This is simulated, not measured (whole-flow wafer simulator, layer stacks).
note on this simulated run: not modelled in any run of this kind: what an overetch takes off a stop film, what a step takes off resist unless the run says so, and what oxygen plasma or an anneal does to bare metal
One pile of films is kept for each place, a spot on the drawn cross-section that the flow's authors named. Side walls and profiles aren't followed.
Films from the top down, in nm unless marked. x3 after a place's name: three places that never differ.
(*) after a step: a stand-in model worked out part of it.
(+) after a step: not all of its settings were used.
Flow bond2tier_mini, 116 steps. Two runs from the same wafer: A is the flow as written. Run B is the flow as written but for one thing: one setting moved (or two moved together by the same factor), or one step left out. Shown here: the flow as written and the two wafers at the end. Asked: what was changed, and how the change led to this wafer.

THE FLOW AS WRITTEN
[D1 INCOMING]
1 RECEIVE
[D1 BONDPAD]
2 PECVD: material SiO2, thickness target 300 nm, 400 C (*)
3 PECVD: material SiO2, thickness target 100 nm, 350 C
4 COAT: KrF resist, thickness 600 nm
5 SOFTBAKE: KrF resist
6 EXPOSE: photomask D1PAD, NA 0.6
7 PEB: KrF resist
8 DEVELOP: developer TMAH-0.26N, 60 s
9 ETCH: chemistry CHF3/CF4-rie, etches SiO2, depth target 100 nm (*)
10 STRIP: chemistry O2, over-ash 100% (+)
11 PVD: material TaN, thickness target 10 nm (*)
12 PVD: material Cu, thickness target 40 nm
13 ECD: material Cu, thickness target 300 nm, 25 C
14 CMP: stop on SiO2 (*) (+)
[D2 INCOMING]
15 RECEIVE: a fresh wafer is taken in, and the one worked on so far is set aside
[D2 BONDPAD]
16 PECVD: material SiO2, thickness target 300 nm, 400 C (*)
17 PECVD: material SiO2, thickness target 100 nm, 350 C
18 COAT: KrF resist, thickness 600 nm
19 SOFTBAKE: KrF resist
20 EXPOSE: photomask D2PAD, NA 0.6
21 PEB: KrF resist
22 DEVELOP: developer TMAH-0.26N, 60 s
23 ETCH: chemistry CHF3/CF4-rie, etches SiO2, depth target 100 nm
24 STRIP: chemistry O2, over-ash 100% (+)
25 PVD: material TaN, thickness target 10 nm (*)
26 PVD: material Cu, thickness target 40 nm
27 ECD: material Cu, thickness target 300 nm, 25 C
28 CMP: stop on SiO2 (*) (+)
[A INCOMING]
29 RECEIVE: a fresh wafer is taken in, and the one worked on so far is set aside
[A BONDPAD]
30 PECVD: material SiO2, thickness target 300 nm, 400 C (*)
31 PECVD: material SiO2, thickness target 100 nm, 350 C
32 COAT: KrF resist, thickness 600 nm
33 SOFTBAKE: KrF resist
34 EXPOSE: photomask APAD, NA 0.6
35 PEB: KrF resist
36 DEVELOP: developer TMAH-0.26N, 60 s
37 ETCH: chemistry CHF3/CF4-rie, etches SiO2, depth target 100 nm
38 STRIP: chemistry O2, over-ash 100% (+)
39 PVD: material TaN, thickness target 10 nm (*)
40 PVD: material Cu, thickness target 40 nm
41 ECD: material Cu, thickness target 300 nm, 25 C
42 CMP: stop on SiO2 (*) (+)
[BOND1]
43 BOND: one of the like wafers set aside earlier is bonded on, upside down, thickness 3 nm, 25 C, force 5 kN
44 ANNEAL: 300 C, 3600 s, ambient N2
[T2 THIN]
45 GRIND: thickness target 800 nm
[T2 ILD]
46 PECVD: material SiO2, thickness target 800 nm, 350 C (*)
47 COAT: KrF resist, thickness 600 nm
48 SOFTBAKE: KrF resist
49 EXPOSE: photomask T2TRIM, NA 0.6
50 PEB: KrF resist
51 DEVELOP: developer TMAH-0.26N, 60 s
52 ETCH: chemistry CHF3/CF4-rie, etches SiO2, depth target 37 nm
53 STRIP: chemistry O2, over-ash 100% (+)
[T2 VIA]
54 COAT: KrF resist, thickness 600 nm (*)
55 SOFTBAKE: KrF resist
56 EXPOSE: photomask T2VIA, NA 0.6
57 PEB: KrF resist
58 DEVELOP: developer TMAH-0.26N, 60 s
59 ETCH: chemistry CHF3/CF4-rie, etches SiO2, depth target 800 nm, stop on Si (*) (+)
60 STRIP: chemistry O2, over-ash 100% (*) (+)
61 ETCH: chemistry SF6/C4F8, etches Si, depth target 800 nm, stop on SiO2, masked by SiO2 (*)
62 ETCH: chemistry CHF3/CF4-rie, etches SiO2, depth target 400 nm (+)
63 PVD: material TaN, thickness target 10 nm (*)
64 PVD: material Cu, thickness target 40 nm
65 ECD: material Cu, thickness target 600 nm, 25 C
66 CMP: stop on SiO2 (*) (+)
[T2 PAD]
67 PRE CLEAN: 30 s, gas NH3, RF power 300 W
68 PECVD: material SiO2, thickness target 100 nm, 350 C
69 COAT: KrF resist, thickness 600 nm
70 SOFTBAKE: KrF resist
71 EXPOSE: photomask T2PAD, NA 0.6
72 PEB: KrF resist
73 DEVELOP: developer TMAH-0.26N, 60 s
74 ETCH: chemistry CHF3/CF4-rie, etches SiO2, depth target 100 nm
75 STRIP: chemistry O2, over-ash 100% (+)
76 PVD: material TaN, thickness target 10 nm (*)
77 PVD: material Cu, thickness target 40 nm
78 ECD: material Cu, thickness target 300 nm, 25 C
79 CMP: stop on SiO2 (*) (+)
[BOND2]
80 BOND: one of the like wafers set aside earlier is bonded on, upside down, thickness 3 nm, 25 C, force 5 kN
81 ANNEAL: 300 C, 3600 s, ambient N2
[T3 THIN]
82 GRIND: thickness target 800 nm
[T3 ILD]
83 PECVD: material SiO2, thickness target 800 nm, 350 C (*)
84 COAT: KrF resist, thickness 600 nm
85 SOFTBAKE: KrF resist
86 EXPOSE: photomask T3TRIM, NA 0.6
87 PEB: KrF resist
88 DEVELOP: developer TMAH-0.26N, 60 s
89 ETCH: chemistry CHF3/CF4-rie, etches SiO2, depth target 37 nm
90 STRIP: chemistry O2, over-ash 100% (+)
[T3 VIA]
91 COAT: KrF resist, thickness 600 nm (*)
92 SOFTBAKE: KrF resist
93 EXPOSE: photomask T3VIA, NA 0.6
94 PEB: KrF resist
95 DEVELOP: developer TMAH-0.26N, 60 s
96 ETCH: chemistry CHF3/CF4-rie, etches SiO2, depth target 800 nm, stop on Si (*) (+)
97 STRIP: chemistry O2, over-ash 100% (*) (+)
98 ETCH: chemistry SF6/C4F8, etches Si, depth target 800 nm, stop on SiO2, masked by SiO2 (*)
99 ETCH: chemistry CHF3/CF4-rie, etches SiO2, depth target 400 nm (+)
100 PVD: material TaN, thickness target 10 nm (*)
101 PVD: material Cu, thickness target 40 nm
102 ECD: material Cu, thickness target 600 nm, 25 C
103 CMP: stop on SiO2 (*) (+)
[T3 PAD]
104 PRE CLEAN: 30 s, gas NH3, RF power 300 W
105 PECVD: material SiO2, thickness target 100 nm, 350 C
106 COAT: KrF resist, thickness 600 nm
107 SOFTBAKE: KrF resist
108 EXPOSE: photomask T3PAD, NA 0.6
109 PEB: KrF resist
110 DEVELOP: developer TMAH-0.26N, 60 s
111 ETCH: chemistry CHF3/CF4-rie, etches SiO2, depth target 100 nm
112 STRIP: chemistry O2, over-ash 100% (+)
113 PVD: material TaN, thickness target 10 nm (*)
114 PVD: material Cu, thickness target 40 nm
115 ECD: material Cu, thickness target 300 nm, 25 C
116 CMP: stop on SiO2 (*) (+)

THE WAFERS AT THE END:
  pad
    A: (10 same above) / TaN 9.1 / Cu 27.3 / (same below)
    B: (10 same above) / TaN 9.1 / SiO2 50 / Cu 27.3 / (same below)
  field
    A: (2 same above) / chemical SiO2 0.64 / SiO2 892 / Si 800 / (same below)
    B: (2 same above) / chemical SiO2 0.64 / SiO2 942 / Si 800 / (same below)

The cause: step 68, PECVD: thickness target 150 nm was run, where the flow has thickness target 100 nm.

How the change led to this, step by step:
  68 PECVD: material SiO2, thickness target 100 nm, 350 C
      field: A SiO2 +100 | B SiO2 +150
      pad: A SiO2 +100 (new film) | B SiO2 +150 (new film)
  74 ETCH: chemistry CHF3/CF4-rie, etches SiO2, depth target 100 nm
      pad: A SiO2 -100 (all of it) | B SiO2 -100
Counting metal films that touch as one body, pad has 4 bodies (between them, from the top down: SiO2 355 / Si 800 / chemical SiO2 0.64 / SiO2 300; SiO2 50; SiO2 355 / Si 800 / chemical SiO2 0.64 / SiO2 300); the flow as written gives 3 bodies (between them, from the top down: SiO2 355 / Si 800 / chemical SiO2 0.64 / SiO2 300; SiO2 355 / Si 800 / chemical SiO2 0.64 / SiO2 300).
